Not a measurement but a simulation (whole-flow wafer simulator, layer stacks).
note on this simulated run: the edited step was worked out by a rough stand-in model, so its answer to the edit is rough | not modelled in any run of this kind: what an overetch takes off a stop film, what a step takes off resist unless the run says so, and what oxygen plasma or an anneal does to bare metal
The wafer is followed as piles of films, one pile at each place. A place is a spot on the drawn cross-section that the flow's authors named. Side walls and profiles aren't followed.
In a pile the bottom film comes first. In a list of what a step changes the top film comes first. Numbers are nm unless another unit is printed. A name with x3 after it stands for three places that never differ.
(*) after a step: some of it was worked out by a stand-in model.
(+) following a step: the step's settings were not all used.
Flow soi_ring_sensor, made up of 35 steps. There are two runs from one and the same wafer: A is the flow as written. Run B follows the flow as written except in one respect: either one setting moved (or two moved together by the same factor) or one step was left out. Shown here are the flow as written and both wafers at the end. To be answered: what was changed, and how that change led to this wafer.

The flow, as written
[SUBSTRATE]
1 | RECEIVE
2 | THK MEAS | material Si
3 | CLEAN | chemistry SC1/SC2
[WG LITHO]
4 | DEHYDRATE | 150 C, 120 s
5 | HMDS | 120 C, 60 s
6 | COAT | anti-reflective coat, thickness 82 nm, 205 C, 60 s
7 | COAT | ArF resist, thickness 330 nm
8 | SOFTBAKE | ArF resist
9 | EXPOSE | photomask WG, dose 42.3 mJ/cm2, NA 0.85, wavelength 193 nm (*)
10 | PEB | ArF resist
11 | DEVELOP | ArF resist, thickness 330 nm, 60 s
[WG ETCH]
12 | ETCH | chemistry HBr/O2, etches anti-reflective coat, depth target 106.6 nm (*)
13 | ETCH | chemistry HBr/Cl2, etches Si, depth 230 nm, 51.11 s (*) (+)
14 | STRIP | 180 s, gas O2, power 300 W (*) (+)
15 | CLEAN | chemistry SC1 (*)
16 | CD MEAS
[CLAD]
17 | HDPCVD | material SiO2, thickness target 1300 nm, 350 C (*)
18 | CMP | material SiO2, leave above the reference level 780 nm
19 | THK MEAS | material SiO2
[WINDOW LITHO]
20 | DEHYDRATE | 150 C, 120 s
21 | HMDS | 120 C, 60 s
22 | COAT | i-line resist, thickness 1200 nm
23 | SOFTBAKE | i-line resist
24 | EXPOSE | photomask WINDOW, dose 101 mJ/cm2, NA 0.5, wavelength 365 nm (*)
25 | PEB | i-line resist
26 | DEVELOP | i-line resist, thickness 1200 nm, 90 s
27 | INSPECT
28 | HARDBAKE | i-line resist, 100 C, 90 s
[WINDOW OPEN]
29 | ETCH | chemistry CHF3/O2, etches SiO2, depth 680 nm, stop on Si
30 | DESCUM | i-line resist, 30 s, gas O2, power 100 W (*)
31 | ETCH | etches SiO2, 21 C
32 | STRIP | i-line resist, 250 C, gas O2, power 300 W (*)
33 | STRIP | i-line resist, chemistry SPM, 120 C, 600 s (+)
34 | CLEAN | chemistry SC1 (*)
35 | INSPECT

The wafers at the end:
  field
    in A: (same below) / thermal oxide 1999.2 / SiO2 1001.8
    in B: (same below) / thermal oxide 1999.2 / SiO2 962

What caused this: step 17, HDPCVD: thickness target 962 nm was run, though the flow has thickness target 1300 nm.

Step by step, how the change led to this:
  17 | HDPCVD | material SiO2, thickness target 1300 nm, 350 C (*)
      core, gap, window, field, core_clad, gap_clad: A +1300 SiO2 (new film) | B +962 SiO2 (new film)
  18 | CMP | material SiO2, leave above the reference level 780 nm
      gap, window, field, gap_clad: A -298.2 SiO2 | B nothing
      core, core_clad: A -520 SiO2 | B -182 SiO2
  22 | COAT | i-line resist, thickness 1200 nm
      core, core_clad: A +1200 i-line resist (new film) | B +1165.3 i-line resist (new film)
  25 | PEB | i-line resist
      core, core_clad: A -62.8 i-line resist | B -61 i-line resist
  26 | DEVELOP | i-line resist, thickness 1200 nm, 90 s
      core: A -1137.2 i-line resist (all of it) | B -1103.9 i-line resist (all of it)
  32 | STRIP | i-line resist, 250 C, gas O2, power 300 W (*)
      core_clad: A -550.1 i-line resist (all of it) | B -516.9 i-line resist (all of it)
